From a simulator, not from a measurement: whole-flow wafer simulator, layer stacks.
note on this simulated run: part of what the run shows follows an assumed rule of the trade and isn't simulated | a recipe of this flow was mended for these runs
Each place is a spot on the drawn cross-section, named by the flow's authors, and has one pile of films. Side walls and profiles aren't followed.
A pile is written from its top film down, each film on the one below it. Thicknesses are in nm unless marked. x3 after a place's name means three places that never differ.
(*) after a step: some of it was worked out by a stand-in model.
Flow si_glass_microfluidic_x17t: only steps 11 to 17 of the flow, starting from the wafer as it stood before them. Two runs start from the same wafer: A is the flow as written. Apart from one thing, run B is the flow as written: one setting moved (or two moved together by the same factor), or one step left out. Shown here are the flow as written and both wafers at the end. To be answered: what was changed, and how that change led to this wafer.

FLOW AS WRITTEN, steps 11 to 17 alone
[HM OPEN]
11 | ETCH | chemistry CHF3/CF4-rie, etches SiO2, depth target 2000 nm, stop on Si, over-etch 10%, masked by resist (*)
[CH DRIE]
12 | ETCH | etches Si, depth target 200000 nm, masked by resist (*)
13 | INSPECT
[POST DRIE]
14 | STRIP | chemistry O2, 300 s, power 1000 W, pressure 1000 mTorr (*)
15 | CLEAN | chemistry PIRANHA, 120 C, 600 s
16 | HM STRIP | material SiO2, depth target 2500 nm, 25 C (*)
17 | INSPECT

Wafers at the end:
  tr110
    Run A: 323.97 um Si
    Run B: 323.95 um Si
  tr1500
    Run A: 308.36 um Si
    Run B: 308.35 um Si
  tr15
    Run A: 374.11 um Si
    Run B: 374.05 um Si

What caused this: step 11, ETCH: depth target 2288 nm was run, whereas the flow has depth target 2000 nm.

The path from the change to this, step by step:
  11 | ETCH | chemistry CHF3/CF4-rie, etches SiO2, depth target 2000 nm, stop on Si, over-etch 10%, masked by resist (*)
      tr110, tr1500, tr15: A -2000 SiO2 (all of it), -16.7 Si | B -2000 SiO2 (all of it), -43.1 Si
      land: A -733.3 thick-i-line-resist | B -838.9 thick-i-line-resist
  12 | ETCH | etches Si, depth target 200000 nm, masked by resist (*)
      tr1500: A -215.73 um Si | B -215.72 um Si
      tr15: A -149.99 um Si | B -150.02 um Si
  14 | STRIP | chemistry O2, 300 s, power 1000 W, pressure 1000 mTorr (*)
      land: A -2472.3 thick-i-line-resist (all of it) | B -2366.9 thick-i-line-resist (all of it)
